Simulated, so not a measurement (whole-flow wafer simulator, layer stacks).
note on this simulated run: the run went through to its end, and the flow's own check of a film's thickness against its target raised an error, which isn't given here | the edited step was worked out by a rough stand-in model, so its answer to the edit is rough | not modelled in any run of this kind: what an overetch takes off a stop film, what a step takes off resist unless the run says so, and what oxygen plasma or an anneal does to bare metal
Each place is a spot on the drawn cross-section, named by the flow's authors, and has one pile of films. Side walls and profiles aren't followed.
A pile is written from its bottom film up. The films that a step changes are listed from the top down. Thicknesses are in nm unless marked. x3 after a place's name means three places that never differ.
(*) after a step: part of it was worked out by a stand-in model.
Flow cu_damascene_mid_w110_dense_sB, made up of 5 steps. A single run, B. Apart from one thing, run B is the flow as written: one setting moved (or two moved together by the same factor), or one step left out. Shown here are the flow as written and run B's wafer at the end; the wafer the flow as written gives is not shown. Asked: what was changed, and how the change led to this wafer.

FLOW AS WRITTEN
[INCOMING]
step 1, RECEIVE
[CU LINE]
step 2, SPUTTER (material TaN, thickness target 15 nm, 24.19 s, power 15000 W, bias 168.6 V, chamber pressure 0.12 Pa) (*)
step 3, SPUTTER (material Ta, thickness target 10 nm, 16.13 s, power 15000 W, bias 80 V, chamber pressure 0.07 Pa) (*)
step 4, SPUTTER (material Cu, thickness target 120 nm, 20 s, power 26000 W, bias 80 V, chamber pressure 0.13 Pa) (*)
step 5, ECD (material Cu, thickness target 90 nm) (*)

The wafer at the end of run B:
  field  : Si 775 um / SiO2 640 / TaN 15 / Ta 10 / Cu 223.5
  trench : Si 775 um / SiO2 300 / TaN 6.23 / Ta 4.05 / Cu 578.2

The reason: step 5, ECD: thickness target 103.5 nm was run, while the flow as written has thickness target 90 nm.

The path from the change to this, step by step:
  step 5, ECD (material Cu, thickness target 90 nm) (*)
      field: +103.5 Cu (as written it would have been: +90 Cu)
      trench: +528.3 Cu (as written it would have been: +514.8 Cu)
